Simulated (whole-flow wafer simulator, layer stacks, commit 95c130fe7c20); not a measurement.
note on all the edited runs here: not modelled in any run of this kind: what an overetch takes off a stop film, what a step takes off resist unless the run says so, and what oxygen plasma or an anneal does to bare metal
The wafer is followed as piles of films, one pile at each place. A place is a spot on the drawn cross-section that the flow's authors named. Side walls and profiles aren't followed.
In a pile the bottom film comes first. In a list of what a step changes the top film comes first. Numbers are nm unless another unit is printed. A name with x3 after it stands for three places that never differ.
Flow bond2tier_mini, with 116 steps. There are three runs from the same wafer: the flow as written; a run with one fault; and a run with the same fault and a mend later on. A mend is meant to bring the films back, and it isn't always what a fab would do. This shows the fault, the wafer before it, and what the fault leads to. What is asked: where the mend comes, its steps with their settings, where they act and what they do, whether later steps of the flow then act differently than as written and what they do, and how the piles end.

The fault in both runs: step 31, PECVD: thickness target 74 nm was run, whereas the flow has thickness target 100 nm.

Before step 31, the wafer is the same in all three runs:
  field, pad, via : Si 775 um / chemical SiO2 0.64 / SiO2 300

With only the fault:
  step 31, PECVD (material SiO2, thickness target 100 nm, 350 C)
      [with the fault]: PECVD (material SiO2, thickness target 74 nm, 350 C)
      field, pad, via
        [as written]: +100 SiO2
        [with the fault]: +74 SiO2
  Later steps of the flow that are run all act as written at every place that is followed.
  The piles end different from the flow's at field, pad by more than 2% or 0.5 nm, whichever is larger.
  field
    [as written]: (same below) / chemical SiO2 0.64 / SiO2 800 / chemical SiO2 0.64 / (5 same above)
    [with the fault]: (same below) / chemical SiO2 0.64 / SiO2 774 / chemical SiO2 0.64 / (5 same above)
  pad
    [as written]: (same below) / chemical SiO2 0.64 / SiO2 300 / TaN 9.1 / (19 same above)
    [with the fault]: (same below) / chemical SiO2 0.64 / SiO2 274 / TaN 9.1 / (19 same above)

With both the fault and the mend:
  The mend follows step 31.
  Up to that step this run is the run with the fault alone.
  step 31a, PECVD (material SiO2, thickness target 26 nm, 350 C) (a further turn of the flow's step 31, with different settings)
      field, pad, via
        +26 SiO2
  Later steps of the flow that are run all act as written at every place that is followed.
  The piles end the same as the flow's at every place that both follow.
